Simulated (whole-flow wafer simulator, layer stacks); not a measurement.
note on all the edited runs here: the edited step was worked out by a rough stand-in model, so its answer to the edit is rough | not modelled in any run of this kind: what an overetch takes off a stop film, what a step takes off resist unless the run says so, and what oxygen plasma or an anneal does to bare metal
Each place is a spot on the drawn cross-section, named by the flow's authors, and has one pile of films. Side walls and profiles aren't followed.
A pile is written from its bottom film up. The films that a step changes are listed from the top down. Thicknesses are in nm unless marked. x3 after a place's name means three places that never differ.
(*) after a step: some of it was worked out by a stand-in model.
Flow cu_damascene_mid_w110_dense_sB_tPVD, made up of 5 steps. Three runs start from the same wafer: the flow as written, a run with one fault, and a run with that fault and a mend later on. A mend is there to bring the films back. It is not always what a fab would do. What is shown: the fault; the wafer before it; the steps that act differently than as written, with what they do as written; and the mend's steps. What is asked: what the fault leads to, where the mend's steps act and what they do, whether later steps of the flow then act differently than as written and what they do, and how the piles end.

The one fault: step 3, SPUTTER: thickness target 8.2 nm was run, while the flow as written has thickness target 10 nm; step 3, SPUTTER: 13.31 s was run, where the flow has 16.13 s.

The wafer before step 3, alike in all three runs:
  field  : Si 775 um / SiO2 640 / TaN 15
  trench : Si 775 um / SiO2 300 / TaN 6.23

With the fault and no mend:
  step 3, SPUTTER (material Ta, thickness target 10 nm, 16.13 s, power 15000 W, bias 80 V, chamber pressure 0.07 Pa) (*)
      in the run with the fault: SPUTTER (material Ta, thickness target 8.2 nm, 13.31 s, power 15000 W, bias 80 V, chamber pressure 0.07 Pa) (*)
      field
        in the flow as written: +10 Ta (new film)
        in the run with the fault: +8.2 Ta (new film)
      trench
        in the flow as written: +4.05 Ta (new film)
        in the run with the fault: +3.32 Ta (new film)
  Later steps of the flow that are run all act as written at every place that is followed, up to a difference of at most 2% or 0.5 nm, whichever is larger.
  The piles end different from the flow's at field, trench by more than 2% or 0.5 nm, whichever is larger.
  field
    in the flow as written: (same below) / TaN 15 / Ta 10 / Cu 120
    in the run with the fault: (same below) / TaN 15 / Ta 8.2 / Cu 120
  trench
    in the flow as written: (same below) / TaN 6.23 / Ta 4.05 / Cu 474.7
    in the run with the fault: (same below) / TaN 6.23 / Ta 3.32 / Cu 473.7

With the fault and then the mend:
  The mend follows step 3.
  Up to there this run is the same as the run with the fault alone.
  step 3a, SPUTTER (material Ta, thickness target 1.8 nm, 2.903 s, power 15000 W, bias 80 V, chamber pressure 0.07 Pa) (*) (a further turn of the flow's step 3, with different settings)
      field
        +1.8 Ta
      trench
        +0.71 Ta
  Later steps of the flow that are run all act as written at every place that is followed, up to a difference of at most 2% or 0.5 nm, whichever is larger.
  When the end is reached, the piles differ only a little from the flow's at the places that both follow, at most by 2% or 0.5 nm, whichever is larger.
